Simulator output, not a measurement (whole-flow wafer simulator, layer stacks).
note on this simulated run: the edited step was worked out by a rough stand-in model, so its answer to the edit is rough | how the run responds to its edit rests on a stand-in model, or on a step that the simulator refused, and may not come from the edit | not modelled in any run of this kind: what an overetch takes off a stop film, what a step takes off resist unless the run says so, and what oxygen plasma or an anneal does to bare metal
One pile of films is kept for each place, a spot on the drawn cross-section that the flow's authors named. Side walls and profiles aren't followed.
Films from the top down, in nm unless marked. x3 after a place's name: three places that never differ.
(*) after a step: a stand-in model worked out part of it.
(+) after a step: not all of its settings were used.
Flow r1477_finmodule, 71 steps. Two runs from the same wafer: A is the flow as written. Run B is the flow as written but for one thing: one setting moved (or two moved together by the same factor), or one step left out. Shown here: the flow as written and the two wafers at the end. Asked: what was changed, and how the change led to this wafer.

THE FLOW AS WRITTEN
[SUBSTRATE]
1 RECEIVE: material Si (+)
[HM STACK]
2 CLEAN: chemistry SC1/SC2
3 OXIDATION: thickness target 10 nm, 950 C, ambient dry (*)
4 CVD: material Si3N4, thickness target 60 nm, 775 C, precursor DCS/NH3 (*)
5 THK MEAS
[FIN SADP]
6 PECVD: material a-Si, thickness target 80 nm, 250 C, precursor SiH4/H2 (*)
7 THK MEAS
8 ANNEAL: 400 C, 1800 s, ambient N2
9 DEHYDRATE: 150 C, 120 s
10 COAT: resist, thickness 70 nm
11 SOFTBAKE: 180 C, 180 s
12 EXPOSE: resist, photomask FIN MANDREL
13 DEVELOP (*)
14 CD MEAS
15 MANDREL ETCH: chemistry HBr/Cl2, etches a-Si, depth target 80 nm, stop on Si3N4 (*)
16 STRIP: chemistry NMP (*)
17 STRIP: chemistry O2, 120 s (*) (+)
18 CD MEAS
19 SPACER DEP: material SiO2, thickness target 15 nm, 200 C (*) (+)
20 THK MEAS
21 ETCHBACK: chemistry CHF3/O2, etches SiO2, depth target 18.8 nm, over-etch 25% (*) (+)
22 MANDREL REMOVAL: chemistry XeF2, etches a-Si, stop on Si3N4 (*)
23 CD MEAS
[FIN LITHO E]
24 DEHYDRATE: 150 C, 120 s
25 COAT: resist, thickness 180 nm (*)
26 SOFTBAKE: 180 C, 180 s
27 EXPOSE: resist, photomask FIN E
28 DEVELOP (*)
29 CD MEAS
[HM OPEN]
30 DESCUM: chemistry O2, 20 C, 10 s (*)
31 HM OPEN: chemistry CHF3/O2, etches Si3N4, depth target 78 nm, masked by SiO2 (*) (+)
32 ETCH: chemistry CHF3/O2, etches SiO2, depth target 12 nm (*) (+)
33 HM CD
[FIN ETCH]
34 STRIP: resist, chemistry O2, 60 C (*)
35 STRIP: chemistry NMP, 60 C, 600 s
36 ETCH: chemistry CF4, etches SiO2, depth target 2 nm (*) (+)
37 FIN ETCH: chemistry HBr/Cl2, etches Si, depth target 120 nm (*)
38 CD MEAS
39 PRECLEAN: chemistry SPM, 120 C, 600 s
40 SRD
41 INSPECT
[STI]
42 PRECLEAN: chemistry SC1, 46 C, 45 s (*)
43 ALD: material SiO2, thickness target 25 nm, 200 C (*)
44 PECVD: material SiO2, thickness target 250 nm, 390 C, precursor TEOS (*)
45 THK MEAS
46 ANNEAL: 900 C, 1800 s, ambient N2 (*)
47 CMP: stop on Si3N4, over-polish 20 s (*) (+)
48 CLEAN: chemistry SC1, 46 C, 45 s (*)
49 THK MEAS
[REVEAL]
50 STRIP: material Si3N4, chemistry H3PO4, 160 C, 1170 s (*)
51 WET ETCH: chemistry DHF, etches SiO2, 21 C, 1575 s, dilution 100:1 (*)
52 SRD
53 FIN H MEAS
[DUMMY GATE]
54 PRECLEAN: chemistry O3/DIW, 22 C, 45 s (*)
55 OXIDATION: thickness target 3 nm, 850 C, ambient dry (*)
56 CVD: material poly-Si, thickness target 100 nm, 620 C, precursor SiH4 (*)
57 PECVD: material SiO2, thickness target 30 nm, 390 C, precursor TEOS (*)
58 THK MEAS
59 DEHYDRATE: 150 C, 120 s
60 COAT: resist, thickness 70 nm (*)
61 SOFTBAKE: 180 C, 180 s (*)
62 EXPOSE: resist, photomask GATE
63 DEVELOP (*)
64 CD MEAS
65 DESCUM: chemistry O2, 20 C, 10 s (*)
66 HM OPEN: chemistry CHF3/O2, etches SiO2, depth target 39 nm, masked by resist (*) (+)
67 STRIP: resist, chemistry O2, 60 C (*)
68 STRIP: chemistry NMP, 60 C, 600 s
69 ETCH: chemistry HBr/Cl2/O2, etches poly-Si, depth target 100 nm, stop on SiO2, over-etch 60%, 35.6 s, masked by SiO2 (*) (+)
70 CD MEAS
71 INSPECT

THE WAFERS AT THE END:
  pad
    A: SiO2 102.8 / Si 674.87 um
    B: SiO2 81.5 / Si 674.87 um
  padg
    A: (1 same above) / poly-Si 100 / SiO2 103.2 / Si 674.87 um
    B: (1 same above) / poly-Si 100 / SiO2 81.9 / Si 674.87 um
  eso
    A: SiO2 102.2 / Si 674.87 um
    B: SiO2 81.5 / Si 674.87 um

The cause: step 44, PECVD: thickness target 152.5 nm was run, where the flow has thickness target 250 nm.

How the change led to this, step by step:
  44 PECVD: material SiO2, thickness target 250 nm, 390 C, precursor TEOS (*)
      pad, padg, elg and 33 more: A SiO2 +250 | B SiO2 +152.5
  46 ANNEAL: 900 C, 1800 s, ambient N2 (*)
      pad, padg, elg and 33 more: A SiO2 -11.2 | B SiO2 -6.86
  47 CMP: stop on Si3N4, over-polish 20 s (*) (+)
      pad, padg, e40sg and 11 more: A SiO2 -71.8 | B nothing
      eso: A SiO2 -72.4 | B nothing
      (and at 21 more places)
  60 COAT: resist, thickness 70 nm (*)
      e40sg, e40so: A resist +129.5 (new film) | B resist +149.7 (new film)
      e100sg, e100so: A resist +129.4 (new film) | B resist +149.7 (new film)
      (and at 9 more places)
  63 DEVELOP (*)
      eso: A resist -129.5 (all of it) | B resist -149.1 (all of it)
      e40so: A resist -129.5 (all of it) | B resist -149.7 (all of it)
      (and at 5 more places)
  67 STRIP: resist, chemistry O2, 60 C (*)
      e40lg, e100lg, e200lg: A resist -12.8 (all of it) | B resist -11.7 (all of it)
      e40sg: A resist -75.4 (all of it) | B resist -95.6 (all of it)
      (and at 11 more places)
